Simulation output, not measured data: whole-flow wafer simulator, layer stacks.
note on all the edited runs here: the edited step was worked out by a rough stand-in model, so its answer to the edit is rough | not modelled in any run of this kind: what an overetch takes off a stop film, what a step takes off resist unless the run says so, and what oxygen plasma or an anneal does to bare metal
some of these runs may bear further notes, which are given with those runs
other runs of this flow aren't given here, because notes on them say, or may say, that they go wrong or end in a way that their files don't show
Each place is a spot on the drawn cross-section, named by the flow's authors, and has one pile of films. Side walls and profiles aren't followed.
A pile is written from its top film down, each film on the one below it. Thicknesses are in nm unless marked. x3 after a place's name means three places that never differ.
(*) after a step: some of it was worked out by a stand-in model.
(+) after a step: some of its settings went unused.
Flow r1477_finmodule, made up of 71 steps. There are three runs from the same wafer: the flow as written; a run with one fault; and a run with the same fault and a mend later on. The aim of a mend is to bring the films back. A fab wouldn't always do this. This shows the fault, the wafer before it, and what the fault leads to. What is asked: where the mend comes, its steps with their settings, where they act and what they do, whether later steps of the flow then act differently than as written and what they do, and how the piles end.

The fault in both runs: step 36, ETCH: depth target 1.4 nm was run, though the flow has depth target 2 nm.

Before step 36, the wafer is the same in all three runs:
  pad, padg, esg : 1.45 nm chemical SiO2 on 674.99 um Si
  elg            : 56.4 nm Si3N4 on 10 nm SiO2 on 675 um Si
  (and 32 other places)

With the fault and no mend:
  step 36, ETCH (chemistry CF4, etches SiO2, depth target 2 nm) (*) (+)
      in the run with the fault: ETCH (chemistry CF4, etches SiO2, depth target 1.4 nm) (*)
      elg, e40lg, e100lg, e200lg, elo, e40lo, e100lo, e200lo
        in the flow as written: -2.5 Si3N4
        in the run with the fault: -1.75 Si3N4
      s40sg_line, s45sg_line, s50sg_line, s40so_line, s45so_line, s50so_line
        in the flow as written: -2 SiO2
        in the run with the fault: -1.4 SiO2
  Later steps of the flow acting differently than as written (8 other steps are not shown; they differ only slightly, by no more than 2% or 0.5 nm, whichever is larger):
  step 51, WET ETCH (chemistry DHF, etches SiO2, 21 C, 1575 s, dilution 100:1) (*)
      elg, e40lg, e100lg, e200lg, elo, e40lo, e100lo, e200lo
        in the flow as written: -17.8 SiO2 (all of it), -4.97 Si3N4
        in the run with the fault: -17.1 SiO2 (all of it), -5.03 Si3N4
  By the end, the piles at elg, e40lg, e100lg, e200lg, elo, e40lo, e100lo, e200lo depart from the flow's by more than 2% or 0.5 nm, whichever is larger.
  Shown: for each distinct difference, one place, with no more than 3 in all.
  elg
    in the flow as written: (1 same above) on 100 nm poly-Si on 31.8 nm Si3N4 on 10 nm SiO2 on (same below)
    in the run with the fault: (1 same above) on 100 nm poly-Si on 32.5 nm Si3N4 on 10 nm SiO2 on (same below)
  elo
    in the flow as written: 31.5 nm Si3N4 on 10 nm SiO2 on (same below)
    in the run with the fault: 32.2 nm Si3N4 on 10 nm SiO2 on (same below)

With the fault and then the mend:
  After step 36 comes the mend.
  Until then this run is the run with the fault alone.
  step 36a, ETCH (chemistry CF4, etches SiO2, depth target 0.6 nm) (*) (a further turn of the flow's step 36, with different settings)
      pad, padg, e40sg and 11 more
        -0.5 Si
      elg, e40lg, e100lg, e200lg, elo, e40lo, e100lo, e200lo
        -0.75 Si3N4
      s40sg_line, s45sg_line, s50sg_line, s40so_line, s45so_line, s50so_line
        -0.6 SiO2
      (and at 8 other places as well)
  Every later step of the flow that is run acts as written, at every place that is followed, to within 2% or 0.5 nm, whichever is larger.
  When the end is reached, the piles differ only a little from the flow's at the places that both follow, at most by 2% or 0.5 nm, whichever is larger.
